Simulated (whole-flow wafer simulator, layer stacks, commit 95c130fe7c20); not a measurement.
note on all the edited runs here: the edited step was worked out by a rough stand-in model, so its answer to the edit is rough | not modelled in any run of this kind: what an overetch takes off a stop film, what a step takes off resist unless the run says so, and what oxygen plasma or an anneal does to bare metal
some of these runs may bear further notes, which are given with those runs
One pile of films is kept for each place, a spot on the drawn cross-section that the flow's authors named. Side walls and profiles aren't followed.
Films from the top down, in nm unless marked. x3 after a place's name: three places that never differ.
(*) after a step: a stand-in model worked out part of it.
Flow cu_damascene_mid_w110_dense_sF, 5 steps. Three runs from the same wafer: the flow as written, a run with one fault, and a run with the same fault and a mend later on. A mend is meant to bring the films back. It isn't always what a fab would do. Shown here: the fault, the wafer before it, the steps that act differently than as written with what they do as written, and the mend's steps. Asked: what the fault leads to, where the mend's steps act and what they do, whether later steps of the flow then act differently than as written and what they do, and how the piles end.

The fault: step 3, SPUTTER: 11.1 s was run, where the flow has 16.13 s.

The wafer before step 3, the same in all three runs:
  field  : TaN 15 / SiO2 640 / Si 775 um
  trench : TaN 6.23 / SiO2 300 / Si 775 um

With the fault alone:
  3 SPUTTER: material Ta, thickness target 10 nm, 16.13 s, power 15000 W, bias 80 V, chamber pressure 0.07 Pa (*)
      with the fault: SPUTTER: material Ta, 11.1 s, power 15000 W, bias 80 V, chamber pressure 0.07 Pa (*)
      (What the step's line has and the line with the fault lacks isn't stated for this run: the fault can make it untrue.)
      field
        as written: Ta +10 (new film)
        with the fault: Ta +6.88 (new film)
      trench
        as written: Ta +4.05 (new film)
        with the fault: Ta +2.78 (new film)
  No later step of the flow acts differently than as written, at any place that is followed, by more than 2% or 0.5 nm, whichever is larger.
  At the end the piles differ from the flow's by more than 2% or 0.5 nm, whichever is larger, at field, trench.
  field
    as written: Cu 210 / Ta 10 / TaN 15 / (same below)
    with the fault: Cu 210 / Ta 6.88 / TaN 15 / (same below)
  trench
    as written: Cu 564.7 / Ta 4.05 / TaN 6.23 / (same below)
    with the fault: Cu 562.9 / Ta 2.78 / TaN 6.23 / (same below)

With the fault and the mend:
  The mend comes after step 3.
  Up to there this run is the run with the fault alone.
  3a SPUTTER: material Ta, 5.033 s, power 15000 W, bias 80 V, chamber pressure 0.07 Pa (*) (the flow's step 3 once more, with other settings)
      field
        Ta +3.12
      trench
        Ta +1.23
  No later step of the flow acts differently than as written, at any place that is followed, by more than 2% or 0.5 nm, whichever is larger.
  At the end the piles differ from the flow's only slightly at the places that both follow, by at most 2% or 0.5 nm, whichever is larger.
